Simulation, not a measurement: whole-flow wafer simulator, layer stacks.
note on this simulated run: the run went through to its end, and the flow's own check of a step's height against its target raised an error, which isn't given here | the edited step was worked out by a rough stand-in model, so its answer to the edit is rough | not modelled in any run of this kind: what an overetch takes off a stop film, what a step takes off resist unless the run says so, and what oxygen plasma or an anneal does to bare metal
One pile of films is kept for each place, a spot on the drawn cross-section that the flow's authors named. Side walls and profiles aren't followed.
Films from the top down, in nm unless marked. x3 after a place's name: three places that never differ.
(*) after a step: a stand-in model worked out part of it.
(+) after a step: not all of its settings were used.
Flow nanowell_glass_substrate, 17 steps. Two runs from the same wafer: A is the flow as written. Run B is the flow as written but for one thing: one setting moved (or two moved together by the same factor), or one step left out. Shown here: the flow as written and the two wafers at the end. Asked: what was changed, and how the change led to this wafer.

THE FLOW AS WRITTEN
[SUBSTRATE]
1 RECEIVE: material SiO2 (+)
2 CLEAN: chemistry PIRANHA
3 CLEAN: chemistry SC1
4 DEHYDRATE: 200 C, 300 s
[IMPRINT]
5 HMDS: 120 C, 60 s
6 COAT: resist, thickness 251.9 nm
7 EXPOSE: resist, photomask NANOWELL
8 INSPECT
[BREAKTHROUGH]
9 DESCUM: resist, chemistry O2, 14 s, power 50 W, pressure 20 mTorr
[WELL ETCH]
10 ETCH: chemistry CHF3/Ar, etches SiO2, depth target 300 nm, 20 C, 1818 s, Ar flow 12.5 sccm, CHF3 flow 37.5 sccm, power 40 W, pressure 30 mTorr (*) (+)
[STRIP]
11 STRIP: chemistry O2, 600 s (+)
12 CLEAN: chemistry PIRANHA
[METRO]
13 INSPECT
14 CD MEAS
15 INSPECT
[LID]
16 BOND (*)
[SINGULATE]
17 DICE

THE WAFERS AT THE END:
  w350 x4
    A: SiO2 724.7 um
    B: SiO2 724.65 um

The cause: step 10, ETCH: depth target 352 nm was run, where the flow has depth target 300 nm.

How the change led to this, step by step:
  10 ETCH: chemistry CHF3/Ar, etches SiO2, depth target 300 nm, 20 C, 1818 s, Ar flow 12.5 sccm, CHF3 flow 37.5 sccm, power 40 W, pressure 30 mTorr (*) (+)
      w350 x4: A SiO2 -300 | B SiO2 -352
      land: A resist -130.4 | B resist -153
  11 STRIP: chemistry O2, 600 s (+)
      land: A resist -125.9 (all of it) | B resist -103.3 (all of it)
